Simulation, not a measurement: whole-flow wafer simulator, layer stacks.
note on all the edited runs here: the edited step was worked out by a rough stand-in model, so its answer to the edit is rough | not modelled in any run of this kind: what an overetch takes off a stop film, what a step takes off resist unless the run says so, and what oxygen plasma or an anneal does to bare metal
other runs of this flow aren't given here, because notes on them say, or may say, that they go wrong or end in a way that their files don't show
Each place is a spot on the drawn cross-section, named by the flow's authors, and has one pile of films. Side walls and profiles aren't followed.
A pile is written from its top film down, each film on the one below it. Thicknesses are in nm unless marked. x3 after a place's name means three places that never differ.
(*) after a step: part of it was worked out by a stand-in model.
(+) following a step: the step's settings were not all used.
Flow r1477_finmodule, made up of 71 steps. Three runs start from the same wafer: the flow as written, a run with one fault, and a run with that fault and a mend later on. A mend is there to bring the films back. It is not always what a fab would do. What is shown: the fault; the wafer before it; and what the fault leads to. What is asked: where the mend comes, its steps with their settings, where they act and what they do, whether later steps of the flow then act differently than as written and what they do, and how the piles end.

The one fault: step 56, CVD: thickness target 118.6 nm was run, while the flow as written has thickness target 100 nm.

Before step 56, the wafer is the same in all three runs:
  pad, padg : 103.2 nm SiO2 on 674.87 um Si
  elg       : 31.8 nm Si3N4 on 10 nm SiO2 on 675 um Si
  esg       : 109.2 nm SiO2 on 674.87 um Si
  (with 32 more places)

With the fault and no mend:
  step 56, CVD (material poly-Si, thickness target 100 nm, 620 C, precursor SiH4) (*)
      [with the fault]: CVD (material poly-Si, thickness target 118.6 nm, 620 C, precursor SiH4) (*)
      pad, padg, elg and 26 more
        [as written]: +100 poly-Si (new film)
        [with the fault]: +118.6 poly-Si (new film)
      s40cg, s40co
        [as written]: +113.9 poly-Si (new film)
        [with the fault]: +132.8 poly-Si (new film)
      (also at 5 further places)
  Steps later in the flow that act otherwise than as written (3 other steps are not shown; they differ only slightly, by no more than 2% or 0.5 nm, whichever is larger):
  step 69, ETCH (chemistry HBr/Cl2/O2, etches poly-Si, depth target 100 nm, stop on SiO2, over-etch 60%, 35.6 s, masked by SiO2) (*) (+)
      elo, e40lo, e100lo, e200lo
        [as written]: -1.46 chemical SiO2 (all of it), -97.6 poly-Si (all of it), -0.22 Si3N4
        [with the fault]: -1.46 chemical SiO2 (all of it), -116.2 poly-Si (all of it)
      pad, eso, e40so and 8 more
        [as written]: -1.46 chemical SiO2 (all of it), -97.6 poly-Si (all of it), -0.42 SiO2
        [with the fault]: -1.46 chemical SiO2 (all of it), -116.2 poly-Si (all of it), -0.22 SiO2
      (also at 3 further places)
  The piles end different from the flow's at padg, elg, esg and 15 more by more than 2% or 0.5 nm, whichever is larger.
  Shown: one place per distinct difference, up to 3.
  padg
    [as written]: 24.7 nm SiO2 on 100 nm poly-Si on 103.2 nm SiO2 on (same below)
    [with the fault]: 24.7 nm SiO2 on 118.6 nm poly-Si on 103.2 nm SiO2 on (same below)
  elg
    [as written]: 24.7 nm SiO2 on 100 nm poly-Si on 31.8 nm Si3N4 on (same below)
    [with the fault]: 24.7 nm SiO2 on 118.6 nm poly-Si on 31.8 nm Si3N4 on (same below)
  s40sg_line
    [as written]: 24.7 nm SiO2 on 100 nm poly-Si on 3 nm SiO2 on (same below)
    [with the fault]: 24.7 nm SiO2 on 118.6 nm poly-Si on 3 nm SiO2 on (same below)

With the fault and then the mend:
  The mend stands after step 56.
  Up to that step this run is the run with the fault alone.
  step 56a, ETCH (chemistry tmah, depth target 211.4 nm)
      pad, padg, elg and 26 more
        -118.6 poly-Si (all of it)
      s40cg, s40co
        -132.8 poly-Si (all of it)
      s45cg, s45co
        -132.4 poly-Si (all of it)
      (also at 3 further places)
  step 56b, CLEAN (chemistry SC1, 46 C, 45 s) (*) (a further turn of the flow's step 48)
      s40sg_line, s45sg_line, s50sg_line, s40so_line, s45so_line, s50so_line
        -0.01 SiO2
  step 56c, CVD (material poly-Si, thickness target 100 nm, 620 C, precursor SiH4) (*) (a further turn of the flow's step 56)
      pad, padg, elg and 26 more
        +100 poly-Si (new film)
      s40cg, s40co
        +113.9 poly-Si (new film)
      s45cg, s45co
        +113.4 poly-Si (new film)
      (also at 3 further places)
  None of the later steps of the flow differs from how it acts as written, at any place that is followed, by more than 2% or 0.5 nm, whichever is larger.
  When the end is reached, the piles differ only a little from the flow's at the places that both follow, at most by 2% or 0.5 nm, whichever is larger.
